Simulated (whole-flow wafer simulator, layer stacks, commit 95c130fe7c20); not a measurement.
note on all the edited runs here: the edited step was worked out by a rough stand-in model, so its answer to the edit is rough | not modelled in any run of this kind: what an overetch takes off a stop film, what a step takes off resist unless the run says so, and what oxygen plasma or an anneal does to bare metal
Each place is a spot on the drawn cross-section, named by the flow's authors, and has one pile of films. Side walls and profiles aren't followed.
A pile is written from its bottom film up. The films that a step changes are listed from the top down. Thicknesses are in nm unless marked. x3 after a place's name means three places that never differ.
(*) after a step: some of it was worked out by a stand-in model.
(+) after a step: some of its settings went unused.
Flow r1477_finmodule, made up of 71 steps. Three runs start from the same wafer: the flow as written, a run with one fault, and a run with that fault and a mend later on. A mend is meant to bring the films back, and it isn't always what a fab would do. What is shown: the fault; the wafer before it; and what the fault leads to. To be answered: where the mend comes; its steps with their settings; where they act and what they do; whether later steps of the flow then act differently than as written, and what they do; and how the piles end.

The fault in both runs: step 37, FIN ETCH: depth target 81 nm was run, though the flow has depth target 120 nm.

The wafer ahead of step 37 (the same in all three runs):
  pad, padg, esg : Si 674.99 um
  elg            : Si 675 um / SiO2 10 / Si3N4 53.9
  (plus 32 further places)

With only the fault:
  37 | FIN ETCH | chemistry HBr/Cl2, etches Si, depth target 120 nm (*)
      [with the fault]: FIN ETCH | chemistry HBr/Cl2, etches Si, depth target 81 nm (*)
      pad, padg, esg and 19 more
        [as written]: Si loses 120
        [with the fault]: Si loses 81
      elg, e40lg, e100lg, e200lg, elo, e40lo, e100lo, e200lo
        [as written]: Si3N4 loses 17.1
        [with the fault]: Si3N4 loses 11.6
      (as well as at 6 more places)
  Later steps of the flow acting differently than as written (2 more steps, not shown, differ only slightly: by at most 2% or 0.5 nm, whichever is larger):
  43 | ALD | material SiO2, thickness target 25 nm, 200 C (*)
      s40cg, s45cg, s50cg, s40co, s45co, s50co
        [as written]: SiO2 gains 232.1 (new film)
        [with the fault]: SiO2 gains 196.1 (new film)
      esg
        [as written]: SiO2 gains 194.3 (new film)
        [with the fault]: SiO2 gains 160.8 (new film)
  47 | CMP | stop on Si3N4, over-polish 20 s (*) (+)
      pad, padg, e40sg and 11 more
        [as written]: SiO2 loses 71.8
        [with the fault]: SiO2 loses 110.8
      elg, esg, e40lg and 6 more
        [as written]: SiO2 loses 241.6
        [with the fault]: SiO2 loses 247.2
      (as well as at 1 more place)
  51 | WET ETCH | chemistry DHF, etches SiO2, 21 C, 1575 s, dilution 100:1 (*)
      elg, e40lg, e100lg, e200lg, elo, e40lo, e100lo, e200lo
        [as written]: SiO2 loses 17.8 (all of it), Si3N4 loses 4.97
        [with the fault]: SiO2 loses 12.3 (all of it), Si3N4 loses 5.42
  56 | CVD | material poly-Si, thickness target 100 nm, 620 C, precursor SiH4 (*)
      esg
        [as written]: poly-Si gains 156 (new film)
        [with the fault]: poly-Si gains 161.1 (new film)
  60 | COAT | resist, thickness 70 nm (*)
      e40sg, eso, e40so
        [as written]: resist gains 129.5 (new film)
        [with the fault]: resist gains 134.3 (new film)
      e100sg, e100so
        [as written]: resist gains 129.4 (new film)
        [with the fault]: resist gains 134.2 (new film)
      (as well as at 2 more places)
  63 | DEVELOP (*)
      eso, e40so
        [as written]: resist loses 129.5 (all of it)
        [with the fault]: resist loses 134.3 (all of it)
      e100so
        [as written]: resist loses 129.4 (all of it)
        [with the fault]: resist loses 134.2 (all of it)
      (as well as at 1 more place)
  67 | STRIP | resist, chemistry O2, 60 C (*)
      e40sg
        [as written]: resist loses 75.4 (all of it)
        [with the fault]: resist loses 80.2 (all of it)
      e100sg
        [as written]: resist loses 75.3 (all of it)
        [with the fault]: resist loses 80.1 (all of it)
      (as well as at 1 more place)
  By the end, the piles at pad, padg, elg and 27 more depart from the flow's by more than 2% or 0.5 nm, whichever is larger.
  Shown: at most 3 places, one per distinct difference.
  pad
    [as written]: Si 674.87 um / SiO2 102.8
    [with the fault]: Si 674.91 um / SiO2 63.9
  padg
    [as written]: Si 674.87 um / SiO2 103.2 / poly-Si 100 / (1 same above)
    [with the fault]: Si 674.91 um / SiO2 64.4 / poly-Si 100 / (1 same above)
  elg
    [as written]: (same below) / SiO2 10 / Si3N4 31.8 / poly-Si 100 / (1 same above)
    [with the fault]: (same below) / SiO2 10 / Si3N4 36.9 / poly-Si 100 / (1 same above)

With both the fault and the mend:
  The mend follows step 38.
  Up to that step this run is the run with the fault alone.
  38a | FIN ETCH | chemistry HBr/Cl2, etches Si, depth target 39 nm (*) (the flow's step 37 again, with other settings)
      pad, padg, esg and 19 more
        Si loses 39
      elg, e40lg, e100lg, e200lg, elo, e40lo, e100lo, e200lo
        Si3N4 loses 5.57
      s40sg_line, s45sg_line, s50sg_line, s40so_line, s45so_line, s50so_line
        SiO2 loses 3
  Later steps of the flow that are run all act as written at every place that is followed.
  The piles end the same as the flow's at every place that both follow.
